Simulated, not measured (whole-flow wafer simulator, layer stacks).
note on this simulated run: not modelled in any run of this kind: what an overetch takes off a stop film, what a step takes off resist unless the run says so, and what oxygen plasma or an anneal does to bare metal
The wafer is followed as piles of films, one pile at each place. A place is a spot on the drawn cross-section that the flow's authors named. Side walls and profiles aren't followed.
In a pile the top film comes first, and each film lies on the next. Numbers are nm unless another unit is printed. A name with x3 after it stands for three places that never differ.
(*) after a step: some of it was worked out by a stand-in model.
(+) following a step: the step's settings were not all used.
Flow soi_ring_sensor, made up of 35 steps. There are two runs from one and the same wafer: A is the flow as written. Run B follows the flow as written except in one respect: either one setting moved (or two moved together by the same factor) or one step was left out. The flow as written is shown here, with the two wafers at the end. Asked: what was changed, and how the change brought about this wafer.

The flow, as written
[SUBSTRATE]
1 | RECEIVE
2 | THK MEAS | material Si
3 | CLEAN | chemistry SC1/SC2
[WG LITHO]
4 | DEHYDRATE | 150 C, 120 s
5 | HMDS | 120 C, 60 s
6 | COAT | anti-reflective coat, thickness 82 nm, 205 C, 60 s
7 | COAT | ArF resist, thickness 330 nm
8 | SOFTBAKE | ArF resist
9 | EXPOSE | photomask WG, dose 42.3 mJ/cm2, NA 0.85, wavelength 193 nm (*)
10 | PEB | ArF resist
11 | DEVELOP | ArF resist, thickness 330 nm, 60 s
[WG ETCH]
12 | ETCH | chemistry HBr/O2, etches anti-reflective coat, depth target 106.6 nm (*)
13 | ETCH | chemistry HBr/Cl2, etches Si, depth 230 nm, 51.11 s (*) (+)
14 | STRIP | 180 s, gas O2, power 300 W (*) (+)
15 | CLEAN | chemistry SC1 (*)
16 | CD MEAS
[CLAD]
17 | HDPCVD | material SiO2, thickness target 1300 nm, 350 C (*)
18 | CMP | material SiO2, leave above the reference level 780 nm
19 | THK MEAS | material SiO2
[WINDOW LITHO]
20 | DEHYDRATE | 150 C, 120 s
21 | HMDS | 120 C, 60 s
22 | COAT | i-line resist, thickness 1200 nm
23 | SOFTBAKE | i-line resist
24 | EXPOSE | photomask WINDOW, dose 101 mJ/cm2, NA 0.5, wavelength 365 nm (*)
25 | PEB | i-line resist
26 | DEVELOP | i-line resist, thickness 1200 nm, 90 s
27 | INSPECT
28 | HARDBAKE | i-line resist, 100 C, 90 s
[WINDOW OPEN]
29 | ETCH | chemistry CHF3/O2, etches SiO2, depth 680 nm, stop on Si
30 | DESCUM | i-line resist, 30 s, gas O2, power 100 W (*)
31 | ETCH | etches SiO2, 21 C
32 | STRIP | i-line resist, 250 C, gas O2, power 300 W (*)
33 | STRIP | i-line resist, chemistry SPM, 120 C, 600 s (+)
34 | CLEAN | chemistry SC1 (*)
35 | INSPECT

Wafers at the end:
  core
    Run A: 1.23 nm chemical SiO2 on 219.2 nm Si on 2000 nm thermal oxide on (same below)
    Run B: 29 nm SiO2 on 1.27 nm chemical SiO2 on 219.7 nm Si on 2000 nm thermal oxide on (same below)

What caused this: step 29, ETCH: depth 289 nm was run, though the flow has depth 680 nm.

Step by step, how the change led to this:
  29 | ETCH | chemistry CHF3/O2, etches SiO2, depth 680 nm, stop on Si
      core, gap, window: A -680 SiO2 | B -289 SiO2
      field, core_clad, gap_clad: A -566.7 i-line resist | B -240.8 i-line resist
  31 | ETCH | etches SiO2, 21 C
      core: A -100 SiO2 (all of it), -1.27 chemical SiO2 (all of it) | B -462 SiO2
  32 | STRIP | i-line resist, 250 C, gas O2, power 300 W (*)
      core: A +1.23 chemical SiO2 (new film), -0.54 Si | B nothing
      field, core_clad: A -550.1 i-line resist (all of it) | B -875.9 i-line resist (all of it)
